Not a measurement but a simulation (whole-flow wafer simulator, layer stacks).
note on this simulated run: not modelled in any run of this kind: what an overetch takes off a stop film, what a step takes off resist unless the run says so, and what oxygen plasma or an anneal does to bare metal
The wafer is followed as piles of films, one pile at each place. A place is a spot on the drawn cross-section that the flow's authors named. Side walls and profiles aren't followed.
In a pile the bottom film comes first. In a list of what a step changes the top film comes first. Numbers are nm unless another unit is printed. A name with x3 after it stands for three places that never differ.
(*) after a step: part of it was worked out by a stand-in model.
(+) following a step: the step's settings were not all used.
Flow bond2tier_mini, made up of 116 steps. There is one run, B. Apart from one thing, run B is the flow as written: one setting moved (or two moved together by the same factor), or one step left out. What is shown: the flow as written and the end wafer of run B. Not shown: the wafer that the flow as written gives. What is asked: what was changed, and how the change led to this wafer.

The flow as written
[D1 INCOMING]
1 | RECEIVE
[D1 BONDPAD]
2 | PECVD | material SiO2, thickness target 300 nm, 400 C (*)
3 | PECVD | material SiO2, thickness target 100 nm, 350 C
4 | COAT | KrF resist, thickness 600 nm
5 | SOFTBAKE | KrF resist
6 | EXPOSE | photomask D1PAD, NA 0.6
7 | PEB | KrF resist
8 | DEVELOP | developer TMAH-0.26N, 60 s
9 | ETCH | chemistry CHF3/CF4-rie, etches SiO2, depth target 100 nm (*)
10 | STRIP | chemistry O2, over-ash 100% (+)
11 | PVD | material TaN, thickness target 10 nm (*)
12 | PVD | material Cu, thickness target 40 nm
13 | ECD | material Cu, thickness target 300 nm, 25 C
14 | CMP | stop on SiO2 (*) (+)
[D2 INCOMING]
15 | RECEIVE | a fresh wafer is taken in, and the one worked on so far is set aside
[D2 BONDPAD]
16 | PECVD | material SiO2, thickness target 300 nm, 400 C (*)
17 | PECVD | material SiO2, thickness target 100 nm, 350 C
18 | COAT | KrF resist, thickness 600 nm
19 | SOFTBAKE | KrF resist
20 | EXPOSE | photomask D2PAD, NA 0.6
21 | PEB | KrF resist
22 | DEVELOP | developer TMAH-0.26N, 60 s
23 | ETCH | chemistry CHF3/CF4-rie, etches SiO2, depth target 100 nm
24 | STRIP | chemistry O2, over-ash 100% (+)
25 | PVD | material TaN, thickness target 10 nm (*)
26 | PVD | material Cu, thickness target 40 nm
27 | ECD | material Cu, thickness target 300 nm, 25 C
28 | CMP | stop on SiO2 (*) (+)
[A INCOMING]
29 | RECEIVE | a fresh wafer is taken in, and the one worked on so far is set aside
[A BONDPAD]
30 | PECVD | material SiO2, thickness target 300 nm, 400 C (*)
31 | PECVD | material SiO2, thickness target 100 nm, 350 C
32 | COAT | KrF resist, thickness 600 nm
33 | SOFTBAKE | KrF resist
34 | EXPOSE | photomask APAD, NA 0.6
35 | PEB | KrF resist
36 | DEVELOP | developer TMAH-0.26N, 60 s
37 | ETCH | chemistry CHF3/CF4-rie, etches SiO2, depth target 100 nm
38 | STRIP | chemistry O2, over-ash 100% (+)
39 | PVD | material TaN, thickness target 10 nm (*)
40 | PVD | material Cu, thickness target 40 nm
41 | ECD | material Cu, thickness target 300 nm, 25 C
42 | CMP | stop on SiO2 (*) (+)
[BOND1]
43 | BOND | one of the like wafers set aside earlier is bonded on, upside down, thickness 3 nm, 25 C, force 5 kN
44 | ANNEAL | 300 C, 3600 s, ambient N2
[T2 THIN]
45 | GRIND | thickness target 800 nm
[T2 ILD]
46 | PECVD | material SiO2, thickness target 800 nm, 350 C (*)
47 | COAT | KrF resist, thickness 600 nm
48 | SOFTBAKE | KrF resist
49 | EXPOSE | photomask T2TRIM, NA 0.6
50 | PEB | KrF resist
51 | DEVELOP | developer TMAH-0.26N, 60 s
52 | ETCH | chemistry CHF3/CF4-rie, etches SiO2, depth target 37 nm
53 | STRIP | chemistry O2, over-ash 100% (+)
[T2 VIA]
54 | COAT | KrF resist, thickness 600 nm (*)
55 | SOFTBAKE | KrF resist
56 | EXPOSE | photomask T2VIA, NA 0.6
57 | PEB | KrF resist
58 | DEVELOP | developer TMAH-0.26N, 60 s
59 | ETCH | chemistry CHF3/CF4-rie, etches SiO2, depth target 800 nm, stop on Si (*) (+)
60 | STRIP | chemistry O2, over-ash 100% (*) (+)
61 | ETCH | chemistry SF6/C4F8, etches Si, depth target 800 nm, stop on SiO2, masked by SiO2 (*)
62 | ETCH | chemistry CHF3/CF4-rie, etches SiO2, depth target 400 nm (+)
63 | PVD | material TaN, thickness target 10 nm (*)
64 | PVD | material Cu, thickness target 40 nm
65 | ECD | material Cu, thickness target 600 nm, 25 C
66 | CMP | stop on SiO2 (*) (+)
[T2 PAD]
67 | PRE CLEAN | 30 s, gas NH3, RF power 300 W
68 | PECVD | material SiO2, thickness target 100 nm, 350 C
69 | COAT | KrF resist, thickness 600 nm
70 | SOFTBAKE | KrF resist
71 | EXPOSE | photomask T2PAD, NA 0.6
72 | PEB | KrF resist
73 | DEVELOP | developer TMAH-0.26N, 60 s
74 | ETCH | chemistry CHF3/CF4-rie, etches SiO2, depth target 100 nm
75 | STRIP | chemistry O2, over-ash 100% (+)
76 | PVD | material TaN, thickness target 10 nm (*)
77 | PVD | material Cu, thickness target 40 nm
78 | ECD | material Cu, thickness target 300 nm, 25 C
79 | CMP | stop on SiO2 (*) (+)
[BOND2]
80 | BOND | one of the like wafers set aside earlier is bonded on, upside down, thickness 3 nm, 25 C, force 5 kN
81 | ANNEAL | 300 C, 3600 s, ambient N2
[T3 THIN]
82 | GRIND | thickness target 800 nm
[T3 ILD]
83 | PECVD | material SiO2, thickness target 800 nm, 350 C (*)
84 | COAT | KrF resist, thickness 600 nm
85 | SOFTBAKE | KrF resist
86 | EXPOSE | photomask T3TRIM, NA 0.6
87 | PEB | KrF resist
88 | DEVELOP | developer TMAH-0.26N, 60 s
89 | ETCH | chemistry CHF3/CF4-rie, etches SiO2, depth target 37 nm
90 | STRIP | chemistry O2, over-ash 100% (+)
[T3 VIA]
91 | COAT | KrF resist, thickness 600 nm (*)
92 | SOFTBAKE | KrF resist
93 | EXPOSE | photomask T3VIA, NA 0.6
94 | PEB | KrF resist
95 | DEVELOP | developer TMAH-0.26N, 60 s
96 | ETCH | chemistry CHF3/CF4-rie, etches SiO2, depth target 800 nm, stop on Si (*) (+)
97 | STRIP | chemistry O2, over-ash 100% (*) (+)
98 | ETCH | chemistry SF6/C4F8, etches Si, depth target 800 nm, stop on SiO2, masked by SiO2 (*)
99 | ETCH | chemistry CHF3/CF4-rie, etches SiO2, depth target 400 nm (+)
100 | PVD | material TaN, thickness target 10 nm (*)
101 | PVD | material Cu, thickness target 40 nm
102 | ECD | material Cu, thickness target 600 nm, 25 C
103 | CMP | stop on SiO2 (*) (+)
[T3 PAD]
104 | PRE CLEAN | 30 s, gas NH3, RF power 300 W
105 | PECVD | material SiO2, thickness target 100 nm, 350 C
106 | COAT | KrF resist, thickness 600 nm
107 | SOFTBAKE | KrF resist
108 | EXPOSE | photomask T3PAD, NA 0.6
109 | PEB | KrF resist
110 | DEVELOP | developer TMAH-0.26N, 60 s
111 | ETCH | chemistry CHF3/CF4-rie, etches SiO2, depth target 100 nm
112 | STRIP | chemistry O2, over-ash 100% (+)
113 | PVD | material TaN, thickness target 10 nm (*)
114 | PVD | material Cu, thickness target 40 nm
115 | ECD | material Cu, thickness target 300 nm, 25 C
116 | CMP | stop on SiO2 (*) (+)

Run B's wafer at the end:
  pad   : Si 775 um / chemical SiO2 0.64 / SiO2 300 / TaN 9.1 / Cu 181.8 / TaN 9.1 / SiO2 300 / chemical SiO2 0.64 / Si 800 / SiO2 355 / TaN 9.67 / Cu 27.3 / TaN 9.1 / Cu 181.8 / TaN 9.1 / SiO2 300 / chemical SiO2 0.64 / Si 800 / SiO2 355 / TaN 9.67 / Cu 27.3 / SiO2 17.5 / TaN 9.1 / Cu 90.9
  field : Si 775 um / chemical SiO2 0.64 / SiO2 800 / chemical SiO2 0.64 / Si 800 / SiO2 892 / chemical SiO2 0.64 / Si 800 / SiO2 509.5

Cause: step 105, PECVD: thickness target 117.5 nm was run, though the flow has thickness target 100 nm.

The path from the change to this, step by step:
  105 | PECVD | material SiO2, thickness target 100 nm, 350 C
      field: +117.5 SiO2 (it would be, as written: +100 SiO2)
      pad: +117.5 SiO2 (new film) (it would be, as written: +100 SiO2 (new film))
  111 | ETCH | chemistry CHF3/CF4-rie, etches SiO2, depth target 100 nm
      pad: -100 SiO2 (it would be, as written: -100 SiO2 (all of it))
With metal films that touch counted as one body, pad has 4 bodies (between them, from the top down: SiO2 17.5; SiO2 355 / Si 800 / chemical SiO2 0.64 / SiO2 300; SiO2 355 / Si 800 / chemical SiO2 0.64 / SiO2 300); the flow as written gives 3 bodies (between them, from the top down: SiO2 355 / Si 800 / chemical SiO2 0.64 / SiO2 300; SiO2 355 / Si 800 / chemical SiO2 0.64 / SiO2 300).
